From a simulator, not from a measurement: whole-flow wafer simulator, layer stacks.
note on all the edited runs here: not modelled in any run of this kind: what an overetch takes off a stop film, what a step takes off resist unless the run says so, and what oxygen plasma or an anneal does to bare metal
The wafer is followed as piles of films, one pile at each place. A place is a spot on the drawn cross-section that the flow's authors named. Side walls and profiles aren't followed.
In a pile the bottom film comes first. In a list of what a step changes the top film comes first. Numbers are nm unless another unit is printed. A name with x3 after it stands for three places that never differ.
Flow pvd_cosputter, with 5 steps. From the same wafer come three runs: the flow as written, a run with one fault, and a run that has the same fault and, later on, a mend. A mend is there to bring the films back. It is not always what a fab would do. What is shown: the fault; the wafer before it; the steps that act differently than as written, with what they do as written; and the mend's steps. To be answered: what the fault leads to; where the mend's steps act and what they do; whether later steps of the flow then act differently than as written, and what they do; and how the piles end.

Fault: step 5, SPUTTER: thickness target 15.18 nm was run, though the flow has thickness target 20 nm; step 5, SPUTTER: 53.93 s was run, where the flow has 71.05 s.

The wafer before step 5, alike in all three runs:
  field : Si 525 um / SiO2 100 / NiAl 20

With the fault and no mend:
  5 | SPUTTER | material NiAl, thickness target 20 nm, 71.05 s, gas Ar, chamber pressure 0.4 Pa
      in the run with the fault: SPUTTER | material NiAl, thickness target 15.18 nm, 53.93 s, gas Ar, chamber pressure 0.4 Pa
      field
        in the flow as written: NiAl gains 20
        in the run with the fault: NiAl gains 15.2
  None of the later steps of the flow acts differently than as written at any place that is followed.
  At field, the piles at the end differ from the flow's by more than 2% or 0.5 nm, whichever is larger.
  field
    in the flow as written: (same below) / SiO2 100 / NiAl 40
    in the run with the fault: (same below) / SiO2 100 / NiAl 35.2

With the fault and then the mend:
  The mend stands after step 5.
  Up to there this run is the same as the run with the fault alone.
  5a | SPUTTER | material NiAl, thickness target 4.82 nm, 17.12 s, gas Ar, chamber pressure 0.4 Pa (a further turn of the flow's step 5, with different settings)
      field
        NiAl gains 4.82
  None of the later steps of the flow acts differently than as written at any place that is followed.
  The piles end the same as the flow's at every place that both follow.
